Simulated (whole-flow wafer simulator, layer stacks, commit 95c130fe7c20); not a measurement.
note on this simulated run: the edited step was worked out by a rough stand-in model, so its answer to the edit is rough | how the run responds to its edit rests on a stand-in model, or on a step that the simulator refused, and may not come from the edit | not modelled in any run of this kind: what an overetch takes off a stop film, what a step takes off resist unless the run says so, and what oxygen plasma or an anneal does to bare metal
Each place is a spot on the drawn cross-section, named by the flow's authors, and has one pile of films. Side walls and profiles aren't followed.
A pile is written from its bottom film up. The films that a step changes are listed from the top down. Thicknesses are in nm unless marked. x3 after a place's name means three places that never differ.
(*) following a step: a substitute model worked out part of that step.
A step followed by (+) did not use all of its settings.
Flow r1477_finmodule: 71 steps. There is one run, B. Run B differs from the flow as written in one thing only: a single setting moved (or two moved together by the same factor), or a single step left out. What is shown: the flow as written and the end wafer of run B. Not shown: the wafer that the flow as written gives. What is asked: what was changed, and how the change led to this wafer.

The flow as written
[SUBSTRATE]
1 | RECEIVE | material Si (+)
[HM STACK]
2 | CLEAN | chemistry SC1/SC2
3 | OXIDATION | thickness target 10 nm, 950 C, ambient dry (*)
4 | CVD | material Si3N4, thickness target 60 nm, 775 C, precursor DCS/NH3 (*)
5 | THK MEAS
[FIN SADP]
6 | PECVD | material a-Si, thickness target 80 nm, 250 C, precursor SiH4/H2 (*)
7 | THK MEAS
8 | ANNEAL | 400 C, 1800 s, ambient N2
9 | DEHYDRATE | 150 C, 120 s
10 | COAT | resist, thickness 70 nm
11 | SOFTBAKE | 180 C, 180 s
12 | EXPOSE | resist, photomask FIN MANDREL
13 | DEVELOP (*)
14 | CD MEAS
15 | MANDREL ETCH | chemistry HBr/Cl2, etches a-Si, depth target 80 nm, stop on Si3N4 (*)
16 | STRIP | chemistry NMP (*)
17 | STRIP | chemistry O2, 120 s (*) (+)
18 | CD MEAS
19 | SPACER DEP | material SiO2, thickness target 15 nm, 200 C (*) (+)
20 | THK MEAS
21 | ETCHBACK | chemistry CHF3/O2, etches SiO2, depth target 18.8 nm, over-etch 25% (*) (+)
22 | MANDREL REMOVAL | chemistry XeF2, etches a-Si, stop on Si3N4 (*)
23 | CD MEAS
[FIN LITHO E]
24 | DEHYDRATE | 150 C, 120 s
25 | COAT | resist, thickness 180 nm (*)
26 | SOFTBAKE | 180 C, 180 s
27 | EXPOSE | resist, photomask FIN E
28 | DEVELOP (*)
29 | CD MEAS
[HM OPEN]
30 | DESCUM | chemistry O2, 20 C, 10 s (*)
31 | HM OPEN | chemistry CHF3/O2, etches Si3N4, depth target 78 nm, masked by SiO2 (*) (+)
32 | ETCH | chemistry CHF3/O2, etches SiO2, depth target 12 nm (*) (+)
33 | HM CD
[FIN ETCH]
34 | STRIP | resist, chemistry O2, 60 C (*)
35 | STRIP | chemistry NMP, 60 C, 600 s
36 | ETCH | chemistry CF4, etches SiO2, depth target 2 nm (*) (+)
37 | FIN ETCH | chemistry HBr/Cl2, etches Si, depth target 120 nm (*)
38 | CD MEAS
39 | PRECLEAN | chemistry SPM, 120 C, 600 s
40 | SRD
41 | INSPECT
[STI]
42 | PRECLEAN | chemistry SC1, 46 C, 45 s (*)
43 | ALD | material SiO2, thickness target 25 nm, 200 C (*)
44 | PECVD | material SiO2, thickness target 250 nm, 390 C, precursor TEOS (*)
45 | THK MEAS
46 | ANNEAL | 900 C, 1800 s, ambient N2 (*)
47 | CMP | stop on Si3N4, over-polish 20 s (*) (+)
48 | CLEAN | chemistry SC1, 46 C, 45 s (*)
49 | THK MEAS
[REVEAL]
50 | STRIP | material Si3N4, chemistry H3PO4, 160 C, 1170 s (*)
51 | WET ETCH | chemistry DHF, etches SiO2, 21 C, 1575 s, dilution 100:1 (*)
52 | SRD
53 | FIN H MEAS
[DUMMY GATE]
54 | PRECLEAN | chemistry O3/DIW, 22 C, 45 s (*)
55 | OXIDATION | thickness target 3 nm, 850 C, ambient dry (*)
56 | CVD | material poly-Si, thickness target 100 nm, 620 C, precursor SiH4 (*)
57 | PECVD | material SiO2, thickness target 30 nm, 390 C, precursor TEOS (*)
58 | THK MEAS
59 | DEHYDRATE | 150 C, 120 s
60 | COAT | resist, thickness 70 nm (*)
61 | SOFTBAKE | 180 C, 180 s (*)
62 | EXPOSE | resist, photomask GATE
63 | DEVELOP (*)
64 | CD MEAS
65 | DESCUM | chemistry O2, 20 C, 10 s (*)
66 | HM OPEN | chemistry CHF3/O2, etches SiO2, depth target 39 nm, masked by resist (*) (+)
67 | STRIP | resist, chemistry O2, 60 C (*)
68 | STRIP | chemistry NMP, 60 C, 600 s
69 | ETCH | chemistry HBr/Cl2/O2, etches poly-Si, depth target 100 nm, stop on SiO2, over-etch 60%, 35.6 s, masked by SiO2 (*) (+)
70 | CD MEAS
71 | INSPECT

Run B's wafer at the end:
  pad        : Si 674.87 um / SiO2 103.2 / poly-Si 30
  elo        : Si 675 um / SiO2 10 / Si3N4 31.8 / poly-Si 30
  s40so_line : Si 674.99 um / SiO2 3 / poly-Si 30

Cause: step 66, HM OPEN: depth target 25.5 nm was run, though the flow has depth target 39 nm.

How this came from the change, step by step:
  66 | HM OPEN | chemistry CHF3/O2, etches SiO2, depth target 39 nm, masked by resist (*) (+)
      pad, elo, eso and 15 more: SiO2 loses 25.5 (it would be, as written: SiO2 loses 30 (all of it), poly-Si loses 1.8)
      padg, elg, esg and 15 more: resist loses 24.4 (it would be, as written: resist loses 37.4)
  67 | STRIP | resist, chemistry O2, 60 C (*)
      pad, elo, eso and 15 more: nothing (it would be, as written: chemical SiO2 gains 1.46 (new film), poly-Si loses 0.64)
      padg, elg, esg: resist loses 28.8 (all of it) (it would be, as written: resist loses 15.9 (all of it))
      (as well as at 15 more places)
  69 | ETCH | chemistry HBr/Cl2/O2, etches poly-Si, depth target 100 nm, stop on SiO2, over-etch 60%, 35.6 s, masked by SiO2 (*) (+)
      pad, eso, e40so and 8 more: SiO2 loses 4.5 (all of it), poly-Si loses 70 (it would be, as written: chemical SiO2 loses 1.46 (all of it), poly-Si loses 97.6 (all of it), SiO2 loses 0.42)
      elo, e40lo, e100lo, e200lo: SiO2 loses 4.5 (all of it), poly-Si loses 70 (it would be, as written: chemical SiO2 loses 1.46 (all of it), poly-Si loses 97.6 (all of it), Si3N4 loses 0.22)
      (as well as at 3 more places)
